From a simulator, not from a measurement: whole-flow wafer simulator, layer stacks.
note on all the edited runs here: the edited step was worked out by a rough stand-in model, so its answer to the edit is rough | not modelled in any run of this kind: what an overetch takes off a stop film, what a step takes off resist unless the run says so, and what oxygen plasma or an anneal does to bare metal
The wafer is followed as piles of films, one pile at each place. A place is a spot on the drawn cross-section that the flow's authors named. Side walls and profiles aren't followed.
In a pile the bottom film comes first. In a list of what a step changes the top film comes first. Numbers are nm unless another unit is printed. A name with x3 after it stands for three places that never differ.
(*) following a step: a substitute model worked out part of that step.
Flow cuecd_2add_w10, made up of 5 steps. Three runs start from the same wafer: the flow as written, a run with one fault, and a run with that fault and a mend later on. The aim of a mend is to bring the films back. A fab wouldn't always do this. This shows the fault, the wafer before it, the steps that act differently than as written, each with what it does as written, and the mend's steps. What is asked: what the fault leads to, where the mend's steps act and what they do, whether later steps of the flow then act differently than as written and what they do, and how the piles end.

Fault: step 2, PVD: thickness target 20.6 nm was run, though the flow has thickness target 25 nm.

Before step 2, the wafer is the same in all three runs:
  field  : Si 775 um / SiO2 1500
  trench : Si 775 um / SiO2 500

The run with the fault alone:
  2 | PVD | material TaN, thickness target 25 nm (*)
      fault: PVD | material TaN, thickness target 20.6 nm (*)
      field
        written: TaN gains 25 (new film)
        fault: TaN gains 20.6 (new film)
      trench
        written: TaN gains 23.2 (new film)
        fault: TaN gains 19.1 (new film)
  Later steps of the flow that are run all act as written at every place that is followed.
  The piles end different from the flow's at field, trench by more than 2% or 0.5 nm, whichever is larger.
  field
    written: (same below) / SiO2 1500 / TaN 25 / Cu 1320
    fault: (same below) / SiO2 1500 / TaN 20.6 / Cu 1320
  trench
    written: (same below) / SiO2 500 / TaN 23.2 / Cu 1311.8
    fault: (same below) / SiO2 500 / TaN 19.1 / Cu 1311.8

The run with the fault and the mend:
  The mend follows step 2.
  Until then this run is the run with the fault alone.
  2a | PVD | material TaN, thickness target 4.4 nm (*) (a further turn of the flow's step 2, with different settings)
      field
        TaN gains 4.4
      trench
        TaN gains 4.08
  Later steps of the flow that are run all act as written at every place that is followed.
  By the end, the piles equal the flow's at every place that both follow.
